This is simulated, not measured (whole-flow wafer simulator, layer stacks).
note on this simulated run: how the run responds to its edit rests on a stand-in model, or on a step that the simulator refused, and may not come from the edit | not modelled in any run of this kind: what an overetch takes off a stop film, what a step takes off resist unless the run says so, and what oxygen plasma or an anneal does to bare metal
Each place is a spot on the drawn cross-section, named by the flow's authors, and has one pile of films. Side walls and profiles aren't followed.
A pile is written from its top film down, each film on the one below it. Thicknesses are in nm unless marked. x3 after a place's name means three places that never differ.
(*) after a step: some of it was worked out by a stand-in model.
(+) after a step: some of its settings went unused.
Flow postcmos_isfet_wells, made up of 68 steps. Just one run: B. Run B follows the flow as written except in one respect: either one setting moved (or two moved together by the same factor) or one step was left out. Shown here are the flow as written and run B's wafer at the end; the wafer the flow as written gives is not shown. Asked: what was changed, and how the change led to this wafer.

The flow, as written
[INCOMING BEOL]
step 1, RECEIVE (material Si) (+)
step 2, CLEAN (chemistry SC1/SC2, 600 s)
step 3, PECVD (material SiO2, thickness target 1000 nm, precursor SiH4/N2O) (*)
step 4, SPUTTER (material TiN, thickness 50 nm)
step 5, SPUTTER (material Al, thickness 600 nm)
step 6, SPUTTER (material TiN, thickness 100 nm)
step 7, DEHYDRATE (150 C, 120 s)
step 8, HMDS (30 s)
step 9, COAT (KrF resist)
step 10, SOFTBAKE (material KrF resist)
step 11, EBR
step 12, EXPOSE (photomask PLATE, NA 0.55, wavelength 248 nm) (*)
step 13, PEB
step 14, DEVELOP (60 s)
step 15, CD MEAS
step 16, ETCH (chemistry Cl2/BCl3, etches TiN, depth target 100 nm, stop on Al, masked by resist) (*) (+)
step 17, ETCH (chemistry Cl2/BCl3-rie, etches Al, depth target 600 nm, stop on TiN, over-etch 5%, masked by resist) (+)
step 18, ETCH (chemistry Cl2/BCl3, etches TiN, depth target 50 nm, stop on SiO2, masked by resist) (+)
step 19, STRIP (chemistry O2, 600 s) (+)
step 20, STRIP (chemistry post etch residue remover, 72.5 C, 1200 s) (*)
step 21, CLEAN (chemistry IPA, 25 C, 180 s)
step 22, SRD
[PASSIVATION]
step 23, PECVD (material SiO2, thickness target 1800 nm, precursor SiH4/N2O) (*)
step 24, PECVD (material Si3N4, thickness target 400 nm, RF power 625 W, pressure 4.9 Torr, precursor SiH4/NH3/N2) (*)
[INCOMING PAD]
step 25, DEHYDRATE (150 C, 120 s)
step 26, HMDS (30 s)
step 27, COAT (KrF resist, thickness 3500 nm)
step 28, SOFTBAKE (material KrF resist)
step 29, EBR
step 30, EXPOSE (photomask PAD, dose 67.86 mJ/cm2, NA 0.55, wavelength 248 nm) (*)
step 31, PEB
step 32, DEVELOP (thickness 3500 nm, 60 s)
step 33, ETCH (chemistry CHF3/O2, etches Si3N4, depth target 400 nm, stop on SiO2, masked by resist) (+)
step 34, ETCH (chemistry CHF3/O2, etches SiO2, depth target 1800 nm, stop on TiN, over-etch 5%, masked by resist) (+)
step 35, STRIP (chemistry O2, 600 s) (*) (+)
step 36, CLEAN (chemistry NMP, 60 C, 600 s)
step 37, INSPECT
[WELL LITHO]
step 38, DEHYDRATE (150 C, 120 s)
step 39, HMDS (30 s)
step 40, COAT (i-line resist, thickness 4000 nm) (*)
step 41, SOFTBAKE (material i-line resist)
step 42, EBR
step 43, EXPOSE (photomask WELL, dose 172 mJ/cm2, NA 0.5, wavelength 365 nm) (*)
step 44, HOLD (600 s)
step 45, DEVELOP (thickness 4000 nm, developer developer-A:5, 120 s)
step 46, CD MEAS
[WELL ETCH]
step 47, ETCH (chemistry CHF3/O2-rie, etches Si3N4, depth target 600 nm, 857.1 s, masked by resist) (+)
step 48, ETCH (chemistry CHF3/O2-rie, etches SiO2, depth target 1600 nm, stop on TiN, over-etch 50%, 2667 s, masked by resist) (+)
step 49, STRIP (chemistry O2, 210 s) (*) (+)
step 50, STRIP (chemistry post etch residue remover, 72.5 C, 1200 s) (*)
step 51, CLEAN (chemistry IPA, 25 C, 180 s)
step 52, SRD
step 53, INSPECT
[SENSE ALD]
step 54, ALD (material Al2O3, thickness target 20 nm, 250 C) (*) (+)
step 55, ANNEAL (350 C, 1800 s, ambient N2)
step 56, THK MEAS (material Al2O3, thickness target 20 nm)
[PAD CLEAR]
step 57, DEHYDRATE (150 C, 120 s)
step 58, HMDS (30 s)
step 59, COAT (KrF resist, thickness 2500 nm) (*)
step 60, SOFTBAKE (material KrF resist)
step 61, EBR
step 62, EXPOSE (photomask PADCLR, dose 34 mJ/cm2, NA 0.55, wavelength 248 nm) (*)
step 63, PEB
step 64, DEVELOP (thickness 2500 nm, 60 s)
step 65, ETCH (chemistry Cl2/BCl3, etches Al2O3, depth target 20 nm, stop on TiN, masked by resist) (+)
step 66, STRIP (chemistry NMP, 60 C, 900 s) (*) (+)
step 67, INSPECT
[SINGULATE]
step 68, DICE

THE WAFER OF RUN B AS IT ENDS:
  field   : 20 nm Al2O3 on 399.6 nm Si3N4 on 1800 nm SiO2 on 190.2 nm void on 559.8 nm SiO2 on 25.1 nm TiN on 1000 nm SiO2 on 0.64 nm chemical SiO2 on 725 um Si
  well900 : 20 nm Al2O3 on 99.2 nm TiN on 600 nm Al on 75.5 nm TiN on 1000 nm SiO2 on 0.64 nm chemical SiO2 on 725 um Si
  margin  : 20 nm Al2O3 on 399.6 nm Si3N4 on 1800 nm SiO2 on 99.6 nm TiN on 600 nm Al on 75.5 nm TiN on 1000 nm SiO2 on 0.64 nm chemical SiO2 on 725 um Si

The reason: step 4, SPUTTER: thickness 75.5 nm was run, whereas the flow has thickness 50 nm.
One can read it off the wafer: well900 has TiN 75.5, and step 4 as written asks for 50 nm.

Step by step, how the change led to this:
  step 4, SPUTTER (material TiN, thickness 50 nm)
      field, margin, well900, well1300 x3, pad_rim, pad_clr, pad_open: +75.5 TiN (new film) (as written it would have been: +50 TiN (new film))
  step 18, ETCH (chemistry Cl2/BCl3, etches TiN, depth target 50 nm, stop on SiO2, masked by resist) (+)
      field: -50 TiN (as written it would have been: -50 TiN (all of it))
  step 23, PECVD (material SiO2, thickness target 1800 nm, precursor SiH4/N2O) (*)
      field: +1800 SiO2 (new film), +190.2 void (new film), +559.8 SiO2 (new film) (as written it would have been: +1800 SiO2 (new film), +189.9 void (new film), +559.7 SiO2)
Taking metal films that touch as one body, field has 1 body; the flow as written gives 0 bodies.
